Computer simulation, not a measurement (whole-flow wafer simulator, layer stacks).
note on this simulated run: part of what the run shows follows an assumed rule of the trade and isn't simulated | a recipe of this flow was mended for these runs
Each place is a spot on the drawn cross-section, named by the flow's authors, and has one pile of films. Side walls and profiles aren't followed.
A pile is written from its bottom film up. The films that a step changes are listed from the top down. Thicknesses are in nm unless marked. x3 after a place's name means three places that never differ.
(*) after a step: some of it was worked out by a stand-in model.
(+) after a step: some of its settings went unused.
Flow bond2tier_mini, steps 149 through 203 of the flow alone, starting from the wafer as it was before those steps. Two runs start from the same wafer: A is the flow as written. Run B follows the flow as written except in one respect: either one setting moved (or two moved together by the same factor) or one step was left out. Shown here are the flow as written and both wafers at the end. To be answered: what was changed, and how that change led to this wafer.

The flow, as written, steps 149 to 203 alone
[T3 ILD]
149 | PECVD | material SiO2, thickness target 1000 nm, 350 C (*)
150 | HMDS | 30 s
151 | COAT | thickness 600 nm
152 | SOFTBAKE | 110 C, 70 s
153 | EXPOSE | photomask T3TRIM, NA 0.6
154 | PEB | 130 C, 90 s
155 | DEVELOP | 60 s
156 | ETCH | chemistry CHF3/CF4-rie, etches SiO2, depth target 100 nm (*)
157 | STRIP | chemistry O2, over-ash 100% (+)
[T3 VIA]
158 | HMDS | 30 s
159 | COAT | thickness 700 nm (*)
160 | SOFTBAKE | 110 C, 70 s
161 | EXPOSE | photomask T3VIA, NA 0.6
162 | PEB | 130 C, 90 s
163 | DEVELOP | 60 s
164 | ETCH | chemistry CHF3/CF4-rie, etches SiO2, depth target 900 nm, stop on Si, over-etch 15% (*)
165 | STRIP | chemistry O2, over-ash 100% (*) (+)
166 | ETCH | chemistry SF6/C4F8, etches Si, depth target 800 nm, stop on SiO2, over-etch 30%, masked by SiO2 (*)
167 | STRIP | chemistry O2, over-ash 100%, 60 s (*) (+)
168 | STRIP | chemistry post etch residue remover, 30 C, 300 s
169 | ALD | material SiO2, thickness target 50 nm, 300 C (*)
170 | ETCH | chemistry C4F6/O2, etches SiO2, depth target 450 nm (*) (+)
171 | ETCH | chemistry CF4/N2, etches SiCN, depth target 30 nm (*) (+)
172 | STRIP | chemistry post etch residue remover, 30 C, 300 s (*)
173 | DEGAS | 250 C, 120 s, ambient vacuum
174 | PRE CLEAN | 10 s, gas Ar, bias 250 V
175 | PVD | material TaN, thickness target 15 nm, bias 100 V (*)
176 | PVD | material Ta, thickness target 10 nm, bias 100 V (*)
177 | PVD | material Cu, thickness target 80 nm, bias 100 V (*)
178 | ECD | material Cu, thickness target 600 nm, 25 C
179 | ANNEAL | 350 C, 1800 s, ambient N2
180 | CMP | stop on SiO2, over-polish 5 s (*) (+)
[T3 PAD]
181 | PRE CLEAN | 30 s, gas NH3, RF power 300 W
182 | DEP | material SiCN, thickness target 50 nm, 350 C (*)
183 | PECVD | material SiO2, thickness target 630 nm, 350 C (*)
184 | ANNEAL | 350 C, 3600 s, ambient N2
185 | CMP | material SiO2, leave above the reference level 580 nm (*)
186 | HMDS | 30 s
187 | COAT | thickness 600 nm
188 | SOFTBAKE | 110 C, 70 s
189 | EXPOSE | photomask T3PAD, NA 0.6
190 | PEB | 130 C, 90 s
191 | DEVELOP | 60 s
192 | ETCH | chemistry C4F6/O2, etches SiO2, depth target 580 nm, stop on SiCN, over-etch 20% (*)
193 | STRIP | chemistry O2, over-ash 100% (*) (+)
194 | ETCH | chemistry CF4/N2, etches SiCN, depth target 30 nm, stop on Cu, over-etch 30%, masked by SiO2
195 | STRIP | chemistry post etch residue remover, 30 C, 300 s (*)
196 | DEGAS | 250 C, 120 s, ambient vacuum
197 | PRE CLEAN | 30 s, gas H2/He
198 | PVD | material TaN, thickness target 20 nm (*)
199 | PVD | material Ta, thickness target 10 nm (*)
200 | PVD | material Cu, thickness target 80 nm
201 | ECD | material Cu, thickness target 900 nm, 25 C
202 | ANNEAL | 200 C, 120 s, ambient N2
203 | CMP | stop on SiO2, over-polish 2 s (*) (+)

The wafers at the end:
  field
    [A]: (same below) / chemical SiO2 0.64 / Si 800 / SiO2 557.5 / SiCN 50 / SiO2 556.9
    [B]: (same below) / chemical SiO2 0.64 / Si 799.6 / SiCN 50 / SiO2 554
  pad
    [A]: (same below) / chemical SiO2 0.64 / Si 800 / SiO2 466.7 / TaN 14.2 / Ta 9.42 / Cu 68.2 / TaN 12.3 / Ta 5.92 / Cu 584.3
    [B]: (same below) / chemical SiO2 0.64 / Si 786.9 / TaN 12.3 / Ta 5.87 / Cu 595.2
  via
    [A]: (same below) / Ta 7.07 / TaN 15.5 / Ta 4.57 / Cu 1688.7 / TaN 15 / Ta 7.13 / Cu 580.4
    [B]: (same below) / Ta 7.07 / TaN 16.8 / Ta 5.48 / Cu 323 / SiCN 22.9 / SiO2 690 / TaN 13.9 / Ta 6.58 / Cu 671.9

Cause: step 149, PECVD: thickness target 402 nm was run, though the flow has thickness target 1000 nm.

The path from the change to this, step by step:
  149 | PECVD | material SiO2, thickness target 1000 nm, 350 C (*)
      field, pad, via: A SiO2 gains 1000 (new film) | B SiO2 gains 402 (new film)
  164 | ETCH | chemistry CHF3/CF4-rie, etches SiO2, depth target 900 nm, stop on Si, over-etch 15% (*)
      field, pad: A thick-KrF-resist loses 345 | B thick-KrF-resist loses 115.8
      via: A SiO2 loses 900 (all of it), Si loses 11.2 | B SiO2 loses 302 (all of it), Si loses 61.1
  165 | STRIP | chemistry O2, over-ash 100% (*) (+)
      field: A thick-KrF-resist loses 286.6 (all of it) | B thick-KrF-resist loses 515.8 (all of it)
      pad: A thick-KrF-resist loses 372.9 (all of it) | B thick-KrF-resist loses 602.2 (all of it)
  166 | ETCH | chemistry SF6/C4F8, etches Si, depth target 800 nm, stop on SiO2, over-etch 30%, masked by SiO2 (*)
      field, pad: A SiO2 loses 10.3 | B SiO2 loses 9.61
      via: A Si loses 788.8 (all of it), chemical SiO2 loses 0.64 (all of it), SiO2 loses 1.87 | B Si loses 738.9 (all of it), chemical SiO2 loses 0.64 (all of it), SiO2 loses 2.37
  170 | ETCH | chemistry C4F6/O2, etches SiO2, depth target 450 nm (*) (+)
      field: A SiO2 loses 450 | B SiO2 loses 442.4 (all of it), Si loses 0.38
      pad: A SiO2 loses 450 | B SiO2 loses 342.4 (all of it), Si loses 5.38
  171 | ETCH | chemistry CF4/N2, etches SiCN, depth target 30 nm (*) (+)
      field, pad: A SiO2 loses 20 | B nothing
  174 | PRE CLEAN | 10 s, gas Ar, bias 250 V
      field, pad: A SiO2 loses 3 | B nothing
  175 | PVD | material TaN, thickness target 15 nm, bias 100 V (*)
      pad: A TaN gains 14.2 (new film) | B TaN gains 15 (new film)
      via: A TaN gains 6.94 | B TaN gains 8.28
  176 | PVD | material Ta, thickness target 10 nm, bias 100 V (*)
      pad: A Ta gains 9.42 (new film) | B Ta gains 10 (new film)
      via: A Ta gains 4.57 (new film) | B Ta gains 5.48 (new film)
  177 | PVD | material Cu, thickness target 80 nm, bias 100 V (*)
      pad: A Cu gains 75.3 (new film) | B Cu gains 80 (new film)
      via: A Cu gains 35 (new film) | B Cu gains 42.6 (new film)
  178 | ECD | material Cu, thickness target 600 nm, 25 C
      pad: A Cu gains 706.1 | B Cu gains 605
      via: A Cu gains 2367 | B Cu gains 1790.1
  180 | CMP | stop on SiO2, over-polish 5 s (*) (+)
      field: A Cu loses 680 (all of it), Ta loses 10 (all of it), TaN loses 15 (all of it), SiO2 loses 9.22 | B Cu loses 680 (all of it), Ta loses 10 (all of it), TaN loses 15 (all of it)
      pad: A Cu loses 711.3 | B Cu loses 685 (all of it), Ta loses 10 (all of it), TaN loses 15 (all of it)
      (also at 1 further place)
  182 | DEP | material SiCN, thickness target 50 nm, 350 C (*)
      via: A SiCN gains 50 (new film) | B SiCN gains 22.9 (new film)
  183 | PECVD | material SiO2, thickness target 630 nm, 350 C (*)
      via: A SiO2 gains 630 (new film) | B SiO2 gains 1456.8 (new film)
  185 | CMP | material SiO2, leave above the reference level 580 nm (*)
      pad, via: A SiO2 loses 50 | B SiO2 loses 45
      field: A SiO2 loses 47.1 | B SiO2 loses 50
  192 | ETCH | chemistry C4F6/O2, etches SiO2, depth target 580 nm, stop on SiCN, over-etch 20% (*)
      via: A SiO2 loses 580 (all of it), SiCN loses 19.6 | B SiO2 loses 696
      pad: A SiO2 loses 580 (all of it), SiCN loses 19.6 | B SiO2 loses 585 (all of it), SiCN loses 18.7
  ... 5 further steps ...
  201 | ECD | material Cu, thickness target 900 nm, 25 C
      via: A Cu gains 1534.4 | B Cu gains 1630.1
If metal films that touch count as one body, via has 2 bodies (between them, from the top down: SiO2 690 / SiCN 22.9); the flow as written gives 1 body.
